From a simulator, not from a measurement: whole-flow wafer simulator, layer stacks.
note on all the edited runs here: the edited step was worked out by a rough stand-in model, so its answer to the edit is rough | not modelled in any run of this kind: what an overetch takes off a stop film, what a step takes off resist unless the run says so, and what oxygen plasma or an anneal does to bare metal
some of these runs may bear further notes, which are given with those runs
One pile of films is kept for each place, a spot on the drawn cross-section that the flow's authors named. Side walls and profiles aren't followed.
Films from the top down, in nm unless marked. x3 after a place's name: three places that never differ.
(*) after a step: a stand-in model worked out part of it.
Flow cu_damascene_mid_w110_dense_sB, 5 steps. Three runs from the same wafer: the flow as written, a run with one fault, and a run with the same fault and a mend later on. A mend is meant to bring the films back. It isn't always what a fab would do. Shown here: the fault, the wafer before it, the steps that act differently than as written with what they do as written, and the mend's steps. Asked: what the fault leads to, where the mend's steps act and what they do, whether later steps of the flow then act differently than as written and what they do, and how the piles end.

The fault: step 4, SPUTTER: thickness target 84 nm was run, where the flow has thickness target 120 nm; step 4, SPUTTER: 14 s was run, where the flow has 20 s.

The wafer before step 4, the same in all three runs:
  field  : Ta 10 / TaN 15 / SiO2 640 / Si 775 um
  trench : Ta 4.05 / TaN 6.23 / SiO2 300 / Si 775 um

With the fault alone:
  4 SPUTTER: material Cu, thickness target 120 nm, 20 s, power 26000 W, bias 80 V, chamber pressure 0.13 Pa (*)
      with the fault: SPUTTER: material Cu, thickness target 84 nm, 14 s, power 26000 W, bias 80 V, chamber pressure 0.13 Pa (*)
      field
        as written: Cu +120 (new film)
        with the fault: Cu +84 (new film)
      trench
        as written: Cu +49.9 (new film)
        with the fault: Cu +34.9 (new film)
  Later steps of the flow that act differently than as written:
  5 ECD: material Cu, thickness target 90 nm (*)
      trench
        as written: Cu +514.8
        with the fault: Cu +493.8
  At the end the piles differ from the flow's by more than 2% or 0.5 nm, whichever is larger, at field, trench.
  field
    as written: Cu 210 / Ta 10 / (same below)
    with the fault: Cu 174 / Ta 10 / (same below)
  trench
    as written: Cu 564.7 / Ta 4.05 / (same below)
    with the fault: Cu 528.7 / Ta 4.05 / (same below)

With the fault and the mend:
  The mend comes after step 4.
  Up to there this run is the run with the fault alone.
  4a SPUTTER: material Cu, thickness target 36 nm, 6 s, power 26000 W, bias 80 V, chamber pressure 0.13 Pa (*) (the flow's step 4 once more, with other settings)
      field
        Cu +36
      trench
        Cu +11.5
  No later step of the flow acts differently than as written, at any place that is followed, by more than 2% or 0.5 nm, whichever is larger.
  At the end the piles are the same as the flow's at every place that both follow.
